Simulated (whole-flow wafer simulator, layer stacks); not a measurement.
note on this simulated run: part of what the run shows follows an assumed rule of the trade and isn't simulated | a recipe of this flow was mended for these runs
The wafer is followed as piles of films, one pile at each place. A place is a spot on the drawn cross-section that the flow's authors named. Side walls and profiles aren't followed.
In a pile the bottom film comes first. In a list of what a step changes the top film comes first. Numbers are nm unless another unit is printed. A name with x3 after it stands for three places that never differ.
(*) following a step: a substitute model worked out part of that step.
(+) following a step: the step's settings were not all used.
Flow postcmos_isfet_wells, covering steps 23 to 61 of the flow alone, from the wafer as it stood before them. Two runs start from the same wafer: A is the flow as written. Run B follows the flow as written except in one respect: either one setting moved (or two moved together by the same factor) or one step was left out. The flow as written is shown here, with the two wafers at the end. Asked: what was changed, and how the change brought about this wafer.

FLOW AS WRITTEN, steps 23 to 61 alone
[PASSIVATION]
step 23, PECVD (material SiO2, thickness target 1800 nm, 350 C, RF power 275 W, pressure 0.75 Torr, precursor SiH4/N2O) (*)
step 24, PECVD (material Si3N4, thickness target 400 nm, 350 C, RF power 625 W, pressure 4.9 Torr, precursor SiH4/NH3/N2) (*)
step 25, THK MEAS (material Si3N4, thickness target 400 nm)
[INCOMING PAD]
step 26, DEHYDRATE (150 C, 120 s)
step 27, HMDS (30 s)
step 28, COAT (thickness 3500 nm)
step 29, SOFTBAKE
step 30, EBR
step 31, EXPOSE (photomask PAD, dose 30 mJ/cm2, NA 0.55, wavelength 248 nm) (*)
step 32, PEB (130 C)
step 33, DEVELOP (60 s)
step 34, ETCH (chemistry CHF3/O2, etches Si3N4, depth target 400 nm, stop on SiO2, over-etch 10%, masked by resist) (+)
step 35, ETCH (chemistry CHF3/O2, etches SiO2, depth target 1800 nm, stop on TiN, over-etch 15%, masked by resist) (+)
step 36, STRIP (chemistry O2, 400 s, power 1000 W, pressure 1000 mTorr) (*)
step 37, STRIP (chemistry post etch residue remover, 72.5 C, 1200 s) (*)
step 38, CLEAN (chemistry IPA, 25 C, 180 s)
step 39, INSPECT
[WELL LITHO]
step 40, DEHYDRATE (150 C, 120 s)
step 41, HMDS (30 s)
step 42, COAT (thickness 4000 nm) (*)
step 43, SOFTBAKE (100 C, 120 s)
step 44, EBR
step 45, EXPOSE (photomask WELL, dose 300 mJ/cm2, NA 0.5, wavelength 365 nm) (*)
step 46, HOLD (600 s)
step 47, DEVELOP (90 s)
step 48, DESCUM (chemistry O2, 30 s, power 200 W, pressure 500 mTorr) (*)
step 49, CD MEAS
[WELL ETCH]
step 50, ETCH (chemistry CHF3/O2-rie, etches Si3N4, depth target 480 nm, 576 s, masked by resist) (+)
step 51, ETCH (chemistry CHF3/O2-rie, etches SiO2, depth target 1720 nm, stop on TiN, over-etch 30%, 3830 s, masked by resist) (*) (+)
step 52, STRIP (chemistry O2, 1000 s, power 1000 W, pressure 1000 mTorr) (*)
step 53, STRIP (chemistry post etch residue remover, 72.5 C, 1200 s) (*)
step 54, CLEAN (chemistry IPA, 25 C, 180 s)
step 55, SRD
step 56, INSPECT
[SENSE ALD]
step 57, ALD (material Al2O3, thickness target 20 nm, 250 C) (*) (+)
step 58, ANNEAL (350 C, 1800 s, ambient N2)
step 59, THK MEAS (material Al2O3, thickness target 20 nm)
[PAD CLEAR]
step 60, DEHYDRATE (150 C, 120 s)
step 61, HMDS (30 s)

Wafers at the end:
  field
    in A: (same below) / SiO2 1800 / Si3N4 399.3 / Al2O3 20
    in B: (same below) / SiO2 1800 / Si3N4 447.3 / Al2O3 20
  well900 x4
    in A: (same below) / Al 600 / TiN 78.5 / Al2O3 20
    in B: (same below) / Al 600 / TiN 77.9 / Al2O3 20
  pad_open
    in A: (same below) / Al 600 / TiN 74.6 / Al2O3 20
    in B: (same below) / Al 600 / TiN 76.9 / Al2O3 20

What caused this: step 24, PECVD: thickness target 448 nm was run, though the flow has thickness target 400 nm.

The path from the change to this, step by step:
  step 24, PECVD (material Si3N4, thickness target 400 nm, 350 C, RF power 625 W, pressure 4.9 Torr, precursor SiH4/NH3/N2) (*)
      field, margin x2, well900 x4, pad_clr, pad_open: A Si3N4 gains 400 (new film) | B Si3N4 gains 448 (new film)
  step 34, ETCH (chemistry CHF3/O2, etches Si3N4, depth target 400 nm, stop on SiO2, over-etch 10%, masked by resist) (+)
      pad_open: A Si3N4 loses 400 (all of it), SiO2 loses 20 | B Si3N4 loses 440
  step 35, ETCH (chemistry CHF3/O2, etches SiO2, depth target 1800 nm, stop on TiN, over-etch 15%, masked by resist) (+)
      pad_open: A SiO2 loses 1780 (all of it), TiN loses 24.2 | B Si3N4 loses 8 (all of it), SiO2 loses 1800 (all of it), TiN loses 21.8
  step 43, SOFTBAKE (100 C, 120 s)
      pad_clr: A thick-g/i-line-resist loses 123 | B thick-g/i-line-resist loses 126.5
  step 50, ETCH (chemistry CHF3/O2-rie, etches Si3N4, depth target 480 nm, 576 s, masked by resist) (+)
      well900 x4: A Si3N4 loses 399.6 (all of it), SiO2 loses 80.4 | B Si3N4 loses 447.6 (all of it), SiO2 loses 32.4
  step 51, ETCH (chemistry CHF3/O2-rie, etches SiO2, depth target 1720 nm, stop on TiN, over-etch 30%, 3830 s, masked by resist) (*) (+)
      well900 x4: A SiO2 loses 1719.6 (all of it), TiN loses 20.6 | B SiO2 loses 1767.6 (all of it), TiN loses 21.2
